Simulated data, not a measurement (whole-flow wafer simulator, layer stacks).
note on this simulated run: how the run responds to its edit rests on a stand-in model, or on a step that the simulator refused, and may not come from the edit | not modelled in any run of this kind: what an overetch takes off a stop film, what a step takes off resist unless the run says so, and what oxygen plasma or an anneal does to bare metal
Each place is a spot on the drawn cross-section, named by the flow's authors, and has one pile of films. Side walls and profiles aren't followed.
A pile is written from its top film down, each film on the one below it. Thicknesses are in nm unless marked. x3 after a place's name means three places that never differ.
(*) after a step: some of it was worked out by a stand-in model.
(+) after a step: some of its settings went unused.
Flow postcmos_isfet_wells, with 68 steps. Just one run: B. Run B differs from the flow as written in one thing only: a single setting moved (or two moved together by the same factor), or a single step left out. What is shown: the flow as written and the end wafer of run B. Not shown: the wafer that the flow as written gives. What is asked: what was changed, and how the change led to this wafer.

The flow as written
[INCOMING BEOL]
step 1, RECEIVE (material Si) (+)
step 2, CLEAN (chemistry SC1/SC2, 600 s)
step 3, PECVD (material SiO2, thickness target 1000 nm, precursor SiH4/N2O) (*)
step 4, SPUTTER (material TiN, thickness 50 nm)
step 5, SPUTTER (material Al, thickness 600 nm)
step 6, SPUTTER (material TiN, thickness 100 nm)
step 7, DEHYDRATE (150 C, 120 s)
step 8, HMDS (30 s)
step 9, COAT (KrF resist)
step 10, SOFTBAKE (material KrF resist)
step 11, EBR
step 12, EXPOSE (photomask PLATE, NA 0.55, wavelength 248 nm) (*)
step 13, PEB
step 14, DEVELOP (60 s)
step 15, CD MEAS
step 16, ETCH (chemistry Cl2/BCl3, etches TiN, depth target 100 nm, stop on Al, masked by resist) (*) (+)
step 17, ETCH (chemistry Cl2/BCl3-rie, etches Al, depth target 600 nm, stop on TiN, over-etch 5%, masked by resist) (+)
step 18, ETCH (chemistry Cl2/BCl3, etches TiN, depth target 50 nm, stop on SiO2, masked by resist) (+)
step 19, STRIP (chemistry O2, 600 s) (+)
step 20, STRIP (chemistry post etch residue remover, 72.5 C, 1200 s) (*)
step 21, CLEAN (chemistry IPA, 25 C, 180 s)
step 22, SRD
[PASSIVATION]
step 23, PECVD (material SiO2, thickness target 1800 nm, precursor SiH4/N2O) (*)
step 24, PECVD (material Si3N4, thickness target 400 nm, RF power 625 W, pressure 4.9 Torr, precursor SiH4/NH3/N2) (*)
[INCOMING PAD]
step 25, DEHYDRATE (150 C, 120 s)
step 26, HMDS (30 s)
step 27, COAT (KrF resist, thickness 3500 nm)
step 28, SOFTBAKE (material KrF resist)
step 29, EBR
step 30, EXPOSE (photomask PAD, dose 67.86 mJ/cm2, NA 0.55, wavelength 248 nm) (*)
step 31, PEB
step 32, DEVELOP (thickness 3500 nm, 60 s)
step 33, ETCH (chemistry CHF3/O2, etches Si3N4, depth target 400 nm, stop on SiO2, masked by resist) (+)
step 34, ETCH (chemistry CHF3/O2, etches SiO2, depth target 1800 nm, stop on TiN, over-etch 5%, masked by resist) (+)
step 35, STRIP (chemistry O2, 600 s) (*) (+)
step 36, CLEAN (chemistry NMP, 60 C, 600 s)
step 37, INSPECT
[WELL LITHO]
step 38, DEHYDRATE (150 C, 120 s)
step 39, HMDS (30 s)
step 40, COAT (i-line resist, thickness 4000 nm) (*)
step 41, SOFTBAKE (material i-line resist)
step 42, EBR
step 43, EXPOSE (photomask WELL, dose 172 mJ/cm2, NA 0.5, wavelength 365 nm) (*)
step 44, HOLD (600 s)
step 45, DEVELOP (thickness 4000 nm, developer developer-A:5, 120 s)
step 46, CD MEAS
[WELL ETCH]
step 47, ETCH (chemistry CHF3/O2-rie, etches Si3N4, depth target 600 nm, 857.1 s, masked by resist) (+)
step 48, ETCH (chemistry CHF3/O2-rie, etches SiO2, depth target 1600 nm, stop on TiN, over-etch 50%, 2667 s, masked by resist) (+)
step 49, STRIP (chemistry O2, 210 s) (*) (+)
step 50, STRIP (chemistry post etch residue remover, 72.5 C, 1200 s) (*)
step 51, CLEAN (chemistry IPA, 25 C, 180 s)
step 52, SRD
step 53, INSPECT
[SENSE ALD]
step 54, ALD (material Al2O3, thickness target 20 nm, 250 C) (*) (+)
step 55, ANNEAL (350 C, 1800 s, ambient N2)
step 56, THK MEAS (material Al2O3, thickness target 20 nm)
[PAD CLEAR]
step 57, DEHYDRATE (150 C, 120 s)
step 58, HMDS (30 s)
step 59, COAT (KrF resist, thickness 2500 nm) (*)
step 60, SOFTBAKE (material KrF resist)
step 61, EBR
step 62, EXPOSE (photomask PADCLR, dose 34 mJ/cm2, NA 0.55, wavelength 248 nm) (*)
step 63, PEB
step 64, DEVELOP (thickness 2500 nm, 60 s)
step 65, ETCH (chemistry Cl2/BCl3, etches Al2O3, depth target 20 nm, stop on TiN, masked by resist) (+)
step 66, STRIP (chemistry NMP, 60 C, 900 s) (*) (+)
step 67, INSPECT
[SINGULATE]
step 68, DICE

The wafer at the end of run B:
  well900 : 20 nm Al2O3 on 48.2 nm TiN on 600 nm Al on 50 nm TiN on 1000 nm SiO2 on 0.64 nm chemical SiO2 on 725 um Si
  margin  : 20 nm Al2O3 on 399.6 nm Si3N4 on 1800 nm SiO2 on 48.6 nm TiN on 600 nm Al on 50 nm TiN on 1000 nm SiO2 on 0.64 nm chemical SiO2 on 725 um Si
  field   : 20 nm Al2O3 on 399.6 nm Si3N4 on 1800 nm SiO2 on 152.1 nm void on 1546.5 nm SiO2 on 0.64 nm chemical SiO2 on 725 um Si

Cause: step 6, SPUTTER: thickness 49 nm was run, though the flow has thickness 100 nm.

How this came from the change, step by step:
  step 6, SPUTTER (material TiN, thickness 100 nm)
      field, margin, well900, well1300 x3, pad_rim, pad_clr, pad_open: +49 TiN (new film) (as written it would have been: +100 TiN (new film))
  step 16, ETCH (chemistry Cl2/BCl3, etches TiN, depth target 100 nm, stop on Al, masked by resist) (*) (+)
      margin, well900, well1300 x3, pad_rim, pad_clr, pad_open: -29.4 KrF resist (as written it would have been: -40 KrF resist)
      field: -49 TiN (all of it) (as written it would have been: -100 TiN (all of it))
  step 23, PECVD (material SiO2, thickness target 1800 nm, precursor SiH4/N2O) (*)
      field: +1800 SiO2 (new film), +152.1 void (new film), +546.5 SiO2 (as written it would have been: +1800 SiO2 (new film), +189.9 void (new film), +559.7 SiO2)
